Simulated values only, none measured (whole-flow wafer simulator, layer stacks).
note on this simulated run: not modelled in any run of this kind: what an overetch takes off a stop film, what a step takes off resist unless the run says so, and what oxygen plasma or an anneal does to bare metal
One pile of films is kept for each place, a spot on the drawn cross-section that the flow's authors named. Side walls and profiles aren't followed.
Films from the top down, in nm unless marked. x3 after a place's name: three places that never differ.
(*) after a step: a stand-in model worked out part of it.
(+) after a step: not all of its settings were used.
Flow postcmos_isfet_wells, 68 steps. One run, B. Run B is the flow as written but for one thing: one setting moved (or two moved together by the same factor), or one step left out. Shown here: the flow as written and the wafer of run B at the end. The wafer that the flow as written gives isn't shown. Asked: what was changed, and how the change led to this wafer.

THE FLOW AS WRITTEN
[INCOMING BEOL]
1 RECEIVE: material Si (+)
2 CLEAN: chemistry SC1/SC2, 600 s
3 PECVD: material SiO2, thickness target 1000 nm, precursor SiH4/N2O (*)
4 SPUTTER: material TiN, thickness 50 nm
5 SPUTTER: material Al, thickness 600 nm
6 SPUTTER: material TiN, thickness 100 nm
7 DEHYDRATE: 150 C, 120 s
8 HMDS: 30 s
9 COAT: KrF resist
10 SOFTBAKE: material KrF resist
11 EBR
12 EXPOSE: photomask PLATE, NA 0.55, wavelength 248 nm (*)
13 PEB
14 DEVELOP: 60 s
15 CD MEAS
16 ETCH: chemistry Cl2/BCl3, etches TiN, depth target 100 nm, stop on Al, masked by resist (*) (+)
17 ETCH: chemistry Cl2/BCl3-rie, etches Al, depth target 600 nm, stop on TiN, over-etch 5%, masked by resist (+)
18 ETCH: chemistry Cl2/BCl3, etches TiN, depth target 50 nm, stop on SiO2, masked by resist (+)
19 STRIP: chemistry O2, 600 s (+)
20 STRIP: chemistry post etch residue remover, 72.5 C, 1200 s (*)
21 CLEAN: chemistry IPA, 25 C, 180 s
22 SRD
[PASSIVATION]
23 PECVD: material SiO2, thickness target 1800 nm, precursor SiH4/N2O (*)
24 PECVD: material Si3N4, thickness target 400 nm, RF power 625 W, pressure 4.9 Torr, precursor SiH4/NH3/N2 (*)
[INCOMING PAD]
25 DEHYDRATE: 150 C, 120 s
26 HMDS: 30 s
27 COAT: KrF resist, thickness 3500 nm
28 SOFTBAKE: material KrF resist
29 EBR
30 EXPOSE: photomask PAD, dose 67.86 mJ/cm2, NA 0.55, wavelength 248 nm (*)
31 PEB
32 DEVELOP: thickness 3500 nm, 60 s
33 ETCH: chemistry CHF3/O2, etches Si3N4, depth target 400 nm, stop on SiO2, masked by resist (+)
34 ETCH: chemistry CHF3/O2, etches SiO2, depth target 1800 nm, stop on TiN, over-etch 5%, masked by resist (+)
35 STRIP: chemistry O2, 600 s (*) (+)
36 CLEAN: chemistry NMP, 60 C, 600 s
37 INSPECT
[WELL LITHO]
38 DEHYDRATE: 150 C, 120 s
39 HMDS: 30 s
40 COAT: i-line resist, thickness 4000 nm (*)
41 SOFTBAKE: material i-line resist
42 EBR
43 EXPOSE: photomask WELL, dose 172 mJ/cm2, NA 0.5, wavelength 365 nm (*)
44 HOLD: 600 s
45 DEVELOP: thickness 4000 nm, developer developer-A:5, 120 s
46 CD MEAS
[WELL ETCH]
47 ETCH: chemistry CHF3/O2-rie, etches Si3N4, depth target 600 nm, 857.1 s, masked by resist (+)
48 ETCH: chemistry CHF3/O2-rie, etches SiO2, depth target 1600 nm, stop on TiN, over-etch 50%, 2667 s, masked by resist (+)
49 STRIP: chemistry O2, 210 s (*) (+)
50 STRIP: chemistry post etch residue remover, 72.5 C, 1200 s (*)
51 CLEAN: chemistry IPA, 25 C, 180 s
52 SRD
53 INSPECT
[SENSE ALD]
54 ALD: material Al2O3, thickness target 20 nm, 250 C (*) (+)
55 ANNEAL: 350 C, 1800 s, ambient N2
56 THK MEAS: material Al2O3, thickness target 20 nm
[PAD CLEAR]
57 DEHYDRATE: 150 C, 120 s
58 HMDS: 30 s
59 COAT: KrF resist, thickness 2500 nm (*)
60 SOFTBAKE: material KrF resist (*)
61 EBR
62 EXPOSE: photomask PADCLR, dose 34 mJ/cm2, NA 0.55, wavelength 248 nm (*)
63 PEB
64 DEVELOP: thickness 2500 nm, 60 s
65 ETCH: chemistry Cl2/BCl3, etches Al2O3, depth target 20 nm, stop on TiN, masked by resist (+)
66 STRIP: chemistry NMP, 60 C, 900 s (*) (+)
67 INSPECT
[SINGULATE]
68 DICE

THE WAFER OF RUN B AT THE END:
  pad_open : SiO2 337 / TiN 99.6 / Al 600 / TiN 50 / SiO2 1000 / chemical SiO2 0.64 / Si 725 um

The cause: step 34, ETCH: depth target 1463 nm was run, where the flow has depth target 1800 nm.

How the change led to this, step by step:
  34 ETCH: chemistry CHF3/O2, etches SiO2, depth target 1800 nm, stop on TiN, over-etch 5%, masked by resist (+)
      pad_open: SiO2 -1463 (as written it would be: SiO2 -1800 (all of it))
      field, margin, well900, well1300, well2000, well3000, pad_rim, pad_clr: KrF resist -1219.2 (as written it would be: KrF resist -1500)
  35 STRIP: chemistry O2, 600 s (*) (+)
      field, margin, well900, well1300, well2000, well3000, pad_rim, pad_clr: KrF resist -1919.3 (all of it) (as written it would be: KrF resist -1638.4 (all of it))
  40 COAT: i-line resist, thickness 4000 nm (*)
      pad_clr: i-line resist +3363 (new film) (as written it would be: i-line resist +3256.8 (new film))
      pad_open: i-line resist +4683.3 (new film) (as written it would be: i-line resist +4804.7 (new film))
  41 SOFTBAKE: material i-line resist
      pad_clr: i-line resist -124 (as written it would be: i-line resist -156.7)
      pad_open: i-line resist +100.2 (as written it would be: i-line resist +115.3)
  49 STRIP: chemistry O2, 210 s (*) (+)
      pad_clr: i-line resist -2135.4 (all of it) (as written it would be: i-line resist -1996.5 (all of it))
      pad_open: i-line resist -3679.8 (all of it) (as written it would be: i-line resist -3816.3 (all of it))
  59 COAT: KrF resist, thickness 2500 nm (*)
      pad_rim: KrF resist +2053.2 (new film) (as written it would be: KrF resist +1976.4 (new film))
      pad_clr: KrF resist +1805.3 (new film) (as written it would be: KrF resist +1691.6 (new film))
      (and at 1 more place)
  60 SOFTBAKE: material KrF resist (*)
      pad_clr: KrF resist -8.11 (as written it would be: KrF resist -9.57)
  64 DEVELOP: thickness 2500 nm, 60 s
      pad_clr: KrF resist -1797.2 (all of it) (as written it would be: KrF resist -1682 (all of it))
      pad_open: KrF resist -2982.2 (all of it) (as written it would be: KrF resist -3067.2 (all of it))
  66 STRIP: chemistry NMP, 60 C, 900 s (*) (+)
      pad_rim: KrF resist -2014.2 (all of it) (as written it would be: KrF resist -1937.7 (all of it))
